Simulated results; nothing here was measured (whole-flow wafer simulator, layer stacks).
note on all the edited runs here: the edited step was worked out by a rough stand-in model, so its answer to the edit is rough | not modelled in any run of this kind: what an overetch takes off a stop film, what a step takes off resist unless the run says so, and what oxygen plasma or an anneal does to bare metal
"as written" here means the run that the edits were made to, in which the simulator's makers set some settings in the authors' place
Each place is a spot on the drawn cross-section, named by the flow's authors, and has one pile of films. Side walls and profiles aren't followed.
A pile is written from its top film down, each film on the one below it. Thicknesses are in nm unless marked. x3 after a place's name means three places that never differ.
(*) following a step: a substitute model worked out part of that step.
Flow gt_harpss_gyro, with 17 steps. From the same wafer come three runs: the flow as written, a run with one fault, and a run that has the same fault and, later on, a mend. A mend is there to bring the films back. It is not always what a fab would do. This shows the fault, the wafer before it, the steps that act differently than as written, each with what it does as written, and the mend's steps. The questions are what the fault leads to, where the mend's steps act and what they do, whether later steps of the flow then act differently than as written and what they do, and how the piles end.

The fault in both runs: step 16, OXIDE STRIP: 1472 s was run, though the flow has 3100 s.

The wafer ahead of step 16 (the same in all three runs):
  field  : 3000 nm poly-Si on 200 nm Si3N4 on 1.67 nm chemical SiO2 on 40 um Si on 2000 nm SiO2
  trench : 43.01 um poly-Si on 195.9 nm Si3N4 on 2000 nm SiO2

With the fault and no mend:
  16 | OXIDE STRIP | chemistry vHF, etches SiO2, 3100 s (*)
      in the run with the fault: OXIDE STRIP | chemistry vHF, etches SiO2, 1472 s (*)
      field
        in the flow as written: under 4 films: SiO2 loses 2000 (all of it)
        in the run with the fault: under 4 films: SiO2 loses 1140.9
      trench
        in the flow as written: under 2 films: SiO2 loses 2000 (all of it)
        in the run with the fault: under 2 films: SiO2 loses 1140.9
  None of the later steps of the flow acts differently than as written at any place that is followed.
  By the end, the piles at field, trench depart from the flow's by more than 2% or 0.5 nm, whichever is larger.
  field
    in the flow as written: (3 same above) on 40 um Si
    in the run with the fault: (3 same above) on 40 um Si on 859.1 nm SiO2
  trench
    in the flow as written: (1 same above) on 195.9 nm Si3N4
    in the run with the fault: (1 same above) on 195.9 nm Si3N4 on 859.1 nm SiO2

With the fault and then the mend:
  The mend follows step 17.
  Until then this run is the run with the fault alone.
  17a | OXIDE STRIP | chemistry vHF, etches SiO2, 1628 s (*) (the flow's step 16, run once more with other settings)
      field
        under 4 films: SiO2 loses 859.1 (all of it)
      trench
        under 2 films: SiO2 loses 859.1 (all of it)
  None of the later steps of the flow acts differently than as written at any place that is followed.
  By the end, the piles equal the flow's at every place that both follow.
